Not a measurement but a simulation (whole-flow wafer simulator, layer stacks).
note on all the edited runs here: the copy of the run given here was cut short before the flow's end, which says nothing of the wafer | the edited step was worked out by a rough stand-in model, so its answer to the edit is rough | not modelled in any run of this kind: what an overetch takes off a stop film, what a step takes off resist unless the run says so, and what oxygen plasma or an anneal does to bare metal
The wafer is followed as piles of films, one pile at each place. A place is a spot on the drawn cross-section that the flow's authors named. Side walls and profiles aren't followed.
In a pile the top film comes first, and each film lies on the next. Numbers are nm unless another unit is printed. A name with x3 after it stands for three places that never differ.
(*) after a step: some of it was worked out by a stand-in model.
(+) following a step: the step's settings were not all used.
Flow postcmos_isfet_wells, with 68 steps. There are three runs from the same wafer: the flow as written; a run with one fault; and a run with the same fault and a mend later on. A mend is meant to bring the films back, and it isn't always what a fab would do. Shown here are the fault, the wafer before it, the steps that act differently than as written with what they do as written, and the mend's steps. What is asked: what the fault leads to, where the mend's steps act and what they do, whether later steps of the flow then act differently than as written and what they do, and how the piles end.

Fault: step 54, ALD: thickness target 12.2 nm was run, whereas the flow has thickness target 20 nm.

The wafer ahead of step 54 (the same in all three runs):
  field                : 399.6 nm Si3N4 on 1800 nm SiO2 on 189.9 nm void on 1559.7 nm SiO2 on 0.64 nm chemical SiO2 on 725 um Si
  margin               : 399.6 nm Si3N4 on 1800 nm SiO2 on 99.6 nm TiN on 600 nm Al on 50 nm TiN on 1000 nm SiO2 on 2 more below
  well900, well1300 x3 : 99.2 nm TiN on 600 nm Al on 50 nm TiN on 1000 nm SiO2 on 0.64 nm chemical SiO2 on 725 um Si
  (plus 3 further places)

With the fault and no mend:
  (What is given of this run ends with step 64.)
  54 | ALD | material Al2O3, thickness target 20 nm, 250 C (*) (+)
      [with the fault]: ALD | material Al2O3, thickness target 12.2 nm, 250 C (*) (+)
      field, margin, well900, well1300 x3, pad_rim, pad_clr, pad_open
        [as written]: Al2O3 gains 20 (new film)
        [with the fault]: Al2O3 gains 12.2 (new film)
  Later steps of the flow up to step 64 that are run all act as written at every place that is followed, up to a difference of at most 2% or 0.5 nm, whichever is larger.
  The piles after step 64 differ from the flow's at field, margin, pad_rim, pad_clr, pad_open by more than 2% or 0.5 nm, whichever is larger.
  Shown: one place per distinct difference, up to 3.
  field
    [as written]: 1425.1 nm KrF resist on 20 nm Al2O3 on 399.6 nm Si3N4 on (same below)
    [with the fault]: 1406.1 nm KrF resist on 12.2 nm Al2O3 on 399.6 nm Si3N4 on (same below)
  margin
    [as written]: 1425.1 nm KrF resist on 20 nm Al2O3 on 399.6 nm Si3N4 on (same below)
    [with the fault]: 1406 nm KrF resist on 12.2 nm Al2O3 on 399.6 nm Si3N4 on (same below)
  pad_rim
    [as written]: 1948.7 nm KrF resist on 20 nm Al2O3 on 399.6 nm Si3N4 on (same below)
    [with the fault]: 1947.6 nm KrF resist on 12.2 nm Al2O3 on 399.6 nm Si3N4 on (same below)

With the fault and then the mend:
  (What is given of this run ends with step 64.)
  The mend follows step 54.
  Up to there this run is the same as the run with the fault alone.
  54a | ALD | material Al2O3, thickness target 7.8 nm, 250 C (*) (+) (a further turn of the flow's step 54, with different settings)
      field, margin, well900, well1300 x3, pad_rim, pad_clr, pad_open
        Al2O3 gains 7.8
  Later steps of the flow up to step 64 that are run all act as written at every place that is followed.
  The piles after step 64 are the same as the flow's at every place that both follow.
